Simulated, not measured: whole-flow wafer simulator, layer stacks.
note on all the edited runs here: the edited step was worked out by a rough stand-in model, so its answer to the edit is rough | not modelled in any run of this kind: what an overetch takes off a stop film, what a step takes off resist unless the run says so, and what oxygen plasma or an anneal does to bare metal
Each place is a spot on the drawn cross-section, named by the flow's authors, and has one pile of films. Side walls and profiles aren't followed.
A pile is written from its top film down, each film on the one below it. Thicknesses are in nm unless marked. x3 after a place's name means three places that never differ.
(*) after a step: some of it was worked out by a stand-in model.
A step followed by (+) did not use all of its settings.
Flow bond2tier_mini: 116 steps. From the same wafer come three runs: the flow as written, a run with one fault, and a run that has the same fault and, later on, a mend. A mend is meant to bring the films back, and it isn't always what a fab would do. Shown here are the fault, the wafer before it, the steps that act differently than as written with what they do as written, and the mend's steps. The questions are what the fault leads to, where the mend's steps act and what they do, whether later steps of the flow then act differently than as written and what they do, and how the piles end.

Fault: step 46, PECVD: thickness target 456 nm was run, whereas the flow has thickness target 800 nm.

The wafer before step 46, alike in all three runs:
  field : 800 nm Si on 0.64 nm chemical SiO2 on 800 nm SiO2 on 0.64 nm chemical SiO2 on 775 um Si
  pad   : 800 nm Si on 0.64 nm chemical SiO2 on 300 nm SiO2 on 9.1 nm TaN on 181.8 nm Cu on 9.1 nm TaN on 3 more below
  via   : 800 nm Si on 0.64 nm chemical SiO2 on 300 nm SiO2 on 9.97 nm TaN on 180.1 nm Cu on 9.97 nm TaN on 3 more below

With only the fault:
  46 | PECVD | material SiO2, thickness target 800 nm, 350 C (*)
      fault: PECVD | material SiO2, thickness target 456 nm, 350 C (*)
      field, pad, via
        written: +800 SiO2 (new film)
        fault: +456 SiO2 (new film)
  Later steps of the flow acting differently than as written:
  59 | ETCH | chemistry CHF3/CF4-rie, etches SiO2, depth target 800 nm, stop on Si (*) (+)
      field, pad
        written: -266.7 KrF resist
        fault: -209.5 KrF resist
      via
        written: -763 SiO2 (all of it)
        fault: -419 SiO2 (all of it)
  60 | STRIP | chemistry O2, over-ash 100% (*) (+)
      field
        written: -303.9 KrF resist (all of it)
        fault: -361.1 KrF resist (all of it)
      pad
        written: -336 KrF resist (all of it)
        fault: -393.1 KrF resist (all of it)
  The piles end different from the flow's at field, pad by more than 2% or 0.5 nm, whichever is larger.
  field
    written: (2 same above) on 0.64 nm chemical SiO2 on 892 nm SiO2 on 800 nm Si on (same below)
    fault: (2 same above) on 0.64 nm chemical SiO2 on 548 nm SiO2 on 800 nm Si on (same below)
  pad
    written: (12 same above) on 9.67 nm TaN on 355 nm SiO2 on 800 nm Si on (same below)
    fault: (12 same above) on 9.67 nm TaN on 11 nm SiO2 on 800 nm Si on (same below)

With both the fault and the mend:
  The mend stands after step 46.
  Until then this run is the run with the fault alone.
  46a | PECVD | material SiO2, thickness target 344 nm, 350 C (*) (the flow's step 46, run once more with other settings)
      field, pad, via
        +344 SiO2
  Later steps of the flow that are run all act as written at every place that is followed.
  The piles end the same as the flow's at every place that both follow.
